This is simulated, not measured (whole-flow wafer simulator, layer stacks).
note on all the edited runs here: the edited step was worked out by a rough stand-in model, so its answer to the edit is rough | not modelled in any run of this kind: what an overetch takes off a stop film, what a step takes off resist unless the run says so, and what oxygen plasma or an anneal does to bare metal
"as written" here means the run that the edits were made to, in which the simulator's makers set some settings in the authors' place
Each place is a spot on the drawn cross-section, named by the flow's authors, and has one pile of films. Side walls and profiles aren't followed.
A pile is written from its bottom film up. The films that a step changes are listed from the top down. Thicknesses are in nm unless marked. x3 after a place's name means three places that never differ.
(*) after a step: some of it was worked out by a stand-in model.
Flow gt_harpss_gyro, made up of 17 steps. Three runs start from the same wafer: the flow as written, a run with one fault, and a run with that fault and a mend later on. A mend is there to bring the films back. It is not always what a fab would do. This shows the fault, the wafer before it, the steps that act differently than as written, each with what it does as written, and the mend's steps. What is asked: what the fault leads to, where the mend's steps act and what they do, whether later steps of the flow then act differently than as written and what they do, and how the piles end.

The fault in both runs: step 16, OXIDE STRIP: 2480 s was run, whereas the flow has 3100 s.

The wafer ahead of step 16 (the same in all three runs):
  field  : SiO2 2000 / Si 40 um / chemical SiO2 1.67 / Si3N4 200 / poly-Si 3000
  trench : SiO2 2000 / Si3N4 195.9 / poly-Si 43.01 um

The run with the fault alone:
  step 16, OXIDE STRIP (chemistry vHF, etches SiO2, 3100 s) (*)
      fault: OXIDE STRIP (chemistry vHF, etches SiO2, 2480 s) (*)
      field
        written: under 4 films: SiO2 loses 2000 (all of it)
        fault: under 4 films: SiO2 loses 1924.8
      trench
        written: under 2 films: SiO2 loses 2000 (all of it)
        fault: under 2 films: SiO2 loses 1924.8
  Later steps of the flow that are run all act as written at every place that is followed.
  The piles end different from the flow's at field, trench by more than 2% or 0.5 nm, whichever is larger.
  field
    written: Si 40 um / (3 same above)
    fault: SiO2 75.2 / Si 40 um / (3 same above)
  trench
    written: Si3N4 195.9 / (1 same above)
    fault: SiO2 75.2 / Si3N4 195.9 / (1 same above)

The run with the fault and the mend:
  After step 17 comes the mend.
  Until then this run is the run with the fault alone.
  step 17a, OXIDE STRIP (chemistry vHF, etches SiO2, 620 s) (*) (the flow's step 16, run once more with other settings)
      field
        under 4 films: SiO2 loses 75.2 (all of it)
      trench
        under 2 films: SiO2 loses 75.2 (all of it)
  Later steps of the flow that are run all act as written at every place that is followed.
  By the end, the piles equal the flow's at every place that both follow.
